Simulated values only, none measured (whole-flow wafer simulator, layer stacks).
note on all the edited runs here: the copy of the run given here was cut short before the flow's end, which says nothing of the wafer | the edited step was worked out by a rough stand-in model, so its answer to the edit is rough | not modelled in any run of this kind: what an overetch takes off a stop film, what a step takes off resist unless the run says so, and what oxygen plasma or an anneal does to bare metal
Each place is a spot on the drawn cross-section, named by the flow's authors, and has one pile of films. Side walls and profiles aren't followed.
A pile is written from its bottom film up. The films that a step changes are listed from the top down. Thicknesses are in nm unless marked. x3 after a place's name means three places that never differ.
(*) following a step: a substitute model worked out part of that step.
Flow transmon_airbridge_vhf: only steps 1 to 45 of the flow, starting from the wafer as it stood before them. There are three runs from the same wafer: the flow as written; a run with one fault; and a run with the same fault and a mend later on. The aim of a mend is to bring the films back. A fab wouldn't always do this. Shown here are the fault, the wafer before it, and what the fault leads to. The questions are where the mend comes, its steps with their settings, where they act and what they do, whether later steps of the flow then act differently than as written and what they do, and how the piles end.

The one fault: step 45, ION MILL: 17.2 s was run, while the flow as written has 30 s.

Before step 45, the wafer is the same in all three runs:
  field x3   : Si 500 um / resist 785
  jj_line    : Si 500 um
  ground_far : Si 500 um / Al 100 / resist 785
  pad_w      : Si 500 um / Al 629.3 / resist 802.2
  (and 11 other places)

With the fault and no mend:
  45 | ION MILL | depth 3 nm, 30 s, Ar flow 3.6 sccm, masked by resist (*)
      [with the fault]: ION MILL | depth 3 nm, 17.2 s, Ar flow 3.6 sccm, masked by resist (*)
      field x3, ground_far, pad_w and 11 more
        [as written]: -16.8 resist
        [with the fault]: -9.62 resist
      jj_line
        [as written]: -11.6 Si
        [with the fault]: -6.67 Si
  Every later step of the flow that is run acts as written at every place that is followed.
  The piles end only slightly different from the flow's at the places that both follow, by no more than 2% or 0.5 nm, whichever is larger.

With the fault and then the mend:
  The mend stands after step 45.
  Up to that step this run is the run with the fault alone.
  45a | ION MILL | depth 3 nm, 12.8 s, Ar flow 3.6 sccm, masked by resist (*) (the flow's step 45 again, with other settings)
      field x3, ground_far, pad_w and 11 more
        -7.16 resist
      jj_line
        -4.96 Si
  Every later step of the flow that is run acts as written at every place that is followed.
  At every place that both follow, the piles at the end match the flow's.
